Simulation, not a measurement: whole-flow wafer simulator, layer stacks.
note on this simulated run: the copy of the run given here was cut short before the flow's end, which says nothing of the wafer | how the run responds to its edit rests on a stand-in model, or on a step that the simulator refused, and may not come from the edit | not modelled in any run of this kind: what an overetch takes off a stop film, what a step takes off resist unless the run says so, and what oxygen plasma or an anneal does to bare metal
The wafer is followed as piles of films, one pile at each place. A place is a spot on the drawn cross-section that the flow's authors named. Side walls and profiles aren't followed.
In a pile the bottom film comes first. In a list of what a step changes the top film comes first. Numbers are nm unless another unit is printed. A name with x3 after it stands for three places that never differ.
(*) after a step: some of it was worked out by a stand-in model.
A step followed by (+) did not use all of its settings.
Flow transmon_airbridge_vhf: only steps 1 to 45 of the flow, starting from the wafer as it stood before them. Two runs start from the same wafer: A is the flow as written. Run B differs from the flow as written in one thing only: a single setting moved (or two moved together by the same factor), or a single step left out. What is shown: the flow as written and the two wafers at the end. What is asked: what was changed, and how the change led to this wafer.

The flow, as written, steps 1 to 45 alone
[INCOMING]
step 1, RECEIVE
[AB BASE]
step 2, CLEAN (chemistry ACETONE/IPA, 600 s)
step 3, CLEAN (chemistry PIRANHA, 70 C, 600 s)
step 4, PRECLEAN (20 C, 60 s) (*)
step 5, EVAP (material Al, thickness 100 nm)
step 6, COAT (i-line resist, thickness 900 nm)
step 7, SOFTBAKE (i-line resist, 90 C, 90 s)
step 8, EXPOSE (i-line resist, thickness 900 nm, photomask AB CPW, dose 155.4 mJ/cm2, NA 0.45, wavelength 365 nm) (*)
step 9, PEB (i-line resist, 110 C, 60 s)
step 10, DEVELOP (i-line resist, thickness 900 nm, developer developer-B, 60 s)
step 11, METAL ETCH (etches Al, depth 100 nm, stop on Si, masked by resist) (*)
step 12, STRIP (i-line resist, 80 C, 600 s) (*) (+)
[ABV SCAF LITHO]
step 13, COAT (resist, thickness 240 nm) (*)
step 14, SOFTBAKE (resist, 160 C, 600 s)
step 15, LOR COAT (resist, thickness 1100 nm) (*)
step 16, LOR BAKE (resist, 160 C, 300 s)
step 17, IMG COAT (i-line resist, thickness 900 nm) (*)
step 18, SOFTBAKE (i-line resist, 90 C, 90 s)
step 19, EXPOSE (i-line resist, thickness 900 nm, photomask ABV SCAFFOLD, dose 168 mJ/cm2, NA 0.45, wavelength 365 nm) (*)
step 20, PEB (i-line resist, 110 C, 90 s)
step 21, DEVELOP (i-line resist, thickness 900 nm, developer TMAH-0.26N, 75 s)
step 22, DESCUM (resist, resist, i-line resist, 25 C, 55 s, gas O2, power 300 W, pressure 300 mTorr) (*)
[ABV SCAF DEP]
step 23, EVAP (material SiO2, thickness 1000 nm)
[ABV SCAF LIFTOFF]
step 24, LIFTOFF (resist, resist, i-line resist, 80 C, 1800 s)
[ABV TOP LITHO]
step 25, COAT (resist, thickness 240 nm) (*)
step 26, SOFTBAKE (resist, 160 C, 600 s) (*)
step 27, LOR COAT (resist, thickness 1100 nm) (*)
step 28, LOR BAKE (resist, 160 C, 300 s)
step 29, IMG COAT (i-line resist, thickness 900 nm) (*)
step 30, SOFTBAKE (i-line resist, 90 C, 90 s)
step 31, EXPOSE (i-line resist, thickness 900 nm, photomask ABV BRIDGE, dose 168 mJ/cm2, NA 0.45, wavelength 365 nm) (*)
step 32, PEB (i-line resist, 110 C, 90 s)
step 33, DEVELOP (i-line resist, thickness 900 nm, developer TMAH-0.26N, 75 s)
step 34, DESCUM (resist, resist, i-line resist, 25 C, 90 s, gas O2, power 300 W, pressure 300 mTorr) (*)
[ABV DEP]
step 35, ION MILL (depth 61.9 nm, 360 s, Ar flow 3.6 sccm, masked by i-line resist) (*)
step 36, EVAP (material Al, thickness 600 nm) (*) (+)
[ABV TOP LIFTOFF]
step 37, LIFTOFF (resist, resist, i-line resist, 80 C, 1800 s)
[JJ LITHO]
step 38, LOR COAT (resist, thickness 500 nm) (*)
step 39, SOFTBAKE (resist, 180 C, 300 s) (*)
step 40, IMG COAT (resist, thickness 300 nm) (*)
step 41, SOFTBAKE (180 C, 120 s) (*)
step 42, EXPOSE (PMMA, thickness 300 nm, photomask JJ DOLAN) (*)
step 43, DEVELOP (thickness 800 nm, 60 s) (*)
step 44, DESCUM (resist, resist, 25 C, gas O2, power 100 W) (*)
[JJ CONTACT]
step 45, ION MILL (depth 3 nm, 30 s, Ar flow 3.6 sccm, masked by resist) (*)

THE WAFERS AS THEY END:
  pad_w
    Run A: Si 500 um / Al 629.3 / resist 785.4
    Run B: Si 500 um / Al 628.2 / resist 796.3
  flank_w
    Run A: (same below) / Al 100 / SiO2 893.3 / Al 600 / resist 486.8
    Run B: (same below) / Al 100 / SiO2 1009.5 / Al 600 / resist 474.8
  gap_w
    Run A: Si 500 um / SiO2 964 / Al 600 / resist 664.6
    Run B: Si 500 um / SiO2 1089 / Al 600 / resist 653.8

What caused this: step 23, EVAP: thickness 1125 nm was run, though the flow has thickness 1000 nm.

How this came from the change, step by step:
  step 23, EVAP (material SiO2, thickness 1000 nm)
      field x3, jj_line, ground_far and 10 more: A +1000 SiO2 (new film) | B +1125 SiO2 (new film)
      flank_w, flank_e: A +929.3 SiO2 (new film) | B +1045.5 SiO2 (new film)
  step 24, LIFTOFF (resist, resist, i-line resist, 80 C, 1800 s)
      field x3, jj_line, trace_open_s x2: A -1000 SiO2 (all of it), -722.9 i-line resist (all of it), -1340 resist (all of it) | B -1125 SiO2 (all of it), -722.9 i-line resist (all of it), -1340 resist (all of it)
      pad_w, pad_e: A -1000 SiO2 (all of it), -718 i-line resist (all of it), -1330.2 resist (all of it) | B -1125 SiO2 (all of it), -718 i-line resist (all of it), -1330.2 resist (all of it)
      (as well as at 1 more place)
  step 25, COAT (resist, thickness 240 nm) (*)
      flank_w, flank_e: A +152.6 resist (new film) | B +148.8 resist (new film)
      gap_w, gap_e: A +210.7 resist (new film) | B +205.3 resist (new film)
      (as well as at 4 more places)
  step 27, LOR COAT (resist, thickness 1100 nm) (*)
      margin_s, margin_n: A +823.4 resist | B +795 resist
      flank_w: A +822.6 resist | B +793.2 resist
      (as well as at 2 more places)
  step 29, IMG COAT (i-line resist, thickness 900 nm) (*)
      gap_w, gap_e: A +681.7 i-line resist (new film) | B +654.9 i-line resist (new film)
      margin_s, margin_n: A +603.2 i-line resist (new film) | B +563.5 i-line resist (new film)
      (as well as at 4 more places)
  step 32, PEB (i-line resist, 110 C, 90 s)
      flank_w, flank_e: A -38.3 i-line resist | B -37.1 i-line resist
      gap_w, gap_e: A -34.7 i-line resist | B -33.3 i-line resist
      (as well as at 4 more places)
  step 33, DEVELOP (i-line resist, thickness 900 nm, developer TMAH-0.26N, 75 s)
      gap_w, gap_e: A -646.9 i-line resist (all of it), -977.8 resist | B -621.6 i-line resist (all of it), -961 resist
      flank_w: A -710.9 i-line resist (all of it), -822.6 resist | B -689.2 i-line resist (all of it), -793.2 resist
      (as well as at 3 more places)
  step 34, DESCUM (resist, resist, i-line resist, 25 C, 90 s, gas O2, power 300 W, pressure 300 mTorr) (*)
      flank_w, flank_e: A -152.6 resist (all of it) | B -148.8 resist (all of it)
      gap_w, gap_e: A -210.7 resist (all of it) | B -205.3 resist (all of it)
      (as well as at 2 more places)
  step 37, LIFTOFF (resist, resist, i-line resist, 80 C, 1800 s)
      margin_s, margin_n: A -600 Al (all of it), -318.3 i-line resist (all of it), -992 resist (all of it) | B -600 Al (all of it), -280.7 i-line resist (all of it), -956.5 resist (all of it)
      ground_far: A -600 Al (all of it), -717.9 i-line resist (all of it), -1384.9 resist (all of it) | B -600 Al (all of it), -733.1 i-line resist (all of it), -1388.4 resist (all of it)
  step 38, LOR COAT (resist, thickness 500 nm) (*)
      flank_w, flank_e: A +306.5 resist (new film) | B +298.7 resist (new film)
      margin_s, margin_n: A +445.3 resist (new film) | B +436.3 resist (new film)
  step 40, IMG COAT (resist, thickness 300 nm) (*)
      gap_w, gap_e: A +245.7 resist | B +240.4 resist
      margin_s, margin_n: A +248.7 resist | B +240.9 resist
      (as well as at 1 more place)
